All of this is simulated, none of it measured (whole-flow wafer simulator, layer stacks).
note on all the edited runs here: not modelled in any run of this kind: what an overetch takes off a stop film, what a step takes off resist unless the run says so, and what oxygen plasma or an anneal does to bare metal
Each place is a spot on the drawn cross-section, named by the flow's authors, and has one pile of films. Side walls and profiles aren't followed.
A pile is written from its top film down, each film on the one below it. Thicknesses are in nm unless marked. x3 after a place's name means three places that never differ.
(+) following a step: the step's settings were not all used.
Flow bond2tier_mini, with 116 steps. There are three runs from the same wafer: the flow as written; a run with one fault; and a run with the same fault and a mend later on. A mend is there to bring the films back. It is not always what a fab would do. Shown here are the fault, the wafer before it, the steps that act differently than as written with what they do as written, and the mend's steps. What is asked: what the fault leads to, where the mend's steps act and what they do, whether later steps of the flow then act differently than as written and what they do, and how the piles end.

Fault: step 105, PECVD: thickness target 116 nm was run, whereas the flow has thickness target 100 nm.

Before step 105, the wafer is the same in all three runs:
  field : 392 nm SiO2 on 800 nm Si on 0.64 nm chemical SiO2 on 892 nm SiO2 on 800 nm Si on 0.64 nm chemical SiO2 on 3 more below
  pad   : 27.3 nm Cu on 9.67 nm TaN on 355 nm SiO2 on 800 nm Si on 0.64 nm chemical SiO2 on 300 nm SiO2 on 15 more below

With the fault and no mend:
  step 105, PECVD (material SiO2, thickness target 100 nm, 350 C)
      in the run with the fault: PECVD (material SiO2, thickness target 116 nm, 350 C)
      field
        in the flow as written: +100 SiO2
        in the run with the fault: +116 SiO2
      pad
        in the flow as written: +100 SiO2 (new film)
        in the run with the fault: +116 SiO2 (new film)
  Steps further on in the flow that do not act as written:
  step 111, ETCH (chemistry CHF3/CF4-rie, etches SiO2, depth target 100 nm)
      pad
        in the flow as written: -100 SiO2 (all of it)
        in the run with the fault: -100 SiO2
  By the end, the piles at field, pad depart from the flow's by more than 2% or 0.5 nm, whichever is larger.
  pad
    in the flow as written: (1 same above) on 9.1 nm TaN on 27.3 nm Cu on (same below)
    in the run with the fault: (1 same above) on 9.1 nm TaN on 16 nm SiO2 on 27.3 nm Cu on (same below)
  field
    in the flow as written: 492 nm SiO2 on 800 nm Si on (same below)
    in the run with the fault: 508 nm SiO2 on 800 nm Si on (same below)

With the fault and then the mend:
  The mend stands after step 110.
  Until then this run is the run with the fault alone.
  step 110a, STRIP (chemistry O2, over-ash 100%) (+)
      field
        -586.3 KrF resist (all of it)
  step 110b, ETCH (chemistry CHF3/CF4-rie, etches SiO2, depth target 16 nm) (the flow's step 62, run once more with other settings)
      field, pad
        -16 SiO2
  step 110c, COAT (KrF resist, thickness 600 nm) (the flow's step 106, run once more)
      field, pad
        +600 KrF resist (new film)
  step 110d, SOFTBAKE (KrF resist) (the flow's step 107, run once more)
      leaves every film unchanged at each place that is followed
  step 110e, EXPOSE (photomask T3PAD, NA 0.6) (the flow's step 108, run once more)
      leaves every film unchanged at each place that is followed
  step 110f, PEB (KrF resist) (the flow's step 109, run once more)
      leaves every film unchanged at each place that is followed
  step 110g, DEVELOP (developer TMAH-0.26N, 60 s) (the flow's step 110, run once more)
      field
        -13.7 KrF resist
      pad
        -600 KrF resist (all of it)
  Later steps of the flow that are run all act as written at every place that is followed.
  By the end, the piles equal the flow's at every place that both follow.
